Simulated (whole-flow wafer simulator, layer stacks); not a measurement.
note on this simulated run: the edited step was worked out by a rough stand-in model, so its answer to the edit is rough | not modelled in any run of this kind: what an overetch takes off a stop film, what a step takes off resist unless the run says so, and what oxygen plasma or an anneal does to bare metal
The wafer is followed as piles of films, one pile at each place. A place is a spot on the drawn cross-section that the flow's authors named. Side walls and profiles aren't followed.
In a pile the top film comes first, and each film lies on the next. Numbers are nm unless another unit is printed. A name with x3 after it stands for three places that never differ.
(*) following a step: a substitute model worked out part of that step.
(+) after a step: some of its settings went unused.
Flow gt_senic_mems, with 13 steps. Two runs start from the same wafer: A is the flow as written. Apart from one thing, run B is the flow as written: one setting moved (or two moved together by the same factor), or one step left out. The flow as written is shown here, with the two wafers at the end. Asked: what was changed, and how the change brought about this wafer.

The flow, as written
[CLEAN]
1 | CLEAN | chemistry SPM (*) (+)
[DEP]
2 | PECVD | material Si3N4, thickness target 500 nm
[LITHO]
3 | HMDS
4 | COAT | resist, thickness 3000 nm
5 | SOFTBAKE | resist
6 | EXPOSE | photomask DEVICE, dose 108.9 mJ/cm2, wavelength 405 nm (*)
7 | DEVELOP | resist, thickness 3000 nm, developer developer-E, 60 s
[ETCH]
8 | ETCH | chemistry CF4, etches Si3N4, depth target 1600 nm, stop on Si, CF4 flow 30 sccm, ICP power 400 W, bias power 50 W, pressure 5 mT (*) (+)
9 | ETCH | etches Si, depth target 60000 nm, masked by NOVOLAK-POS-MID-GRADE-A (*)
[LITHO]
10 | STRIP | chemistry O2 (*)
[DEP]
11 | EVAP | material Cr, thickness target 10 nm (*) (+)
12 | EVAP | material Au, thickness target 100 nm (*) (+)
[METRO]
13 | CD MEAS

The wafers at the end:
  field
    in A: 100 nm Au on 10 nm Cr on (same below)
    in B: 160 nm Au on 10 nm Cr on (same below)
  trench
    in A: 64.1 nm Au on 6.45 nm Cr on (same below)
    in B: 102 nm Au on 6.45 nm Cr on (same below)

Cause: step 12, EVAP: thickness target 160 nm was run, whereas the flow has thickness target 100 nm.
The wafer itself shows it: field has Au 160, and step 12 as written asks for 100 nm.

How this came from the change, step by step:
  12 | EVAP | material Au, thickness target 100 nm (*) (+)
      field: A Au gains 100 (new film) | B Au gains 160 (new film)
      trench: A Au gains 64.1 (new film) | B Au gains 102 (new film)
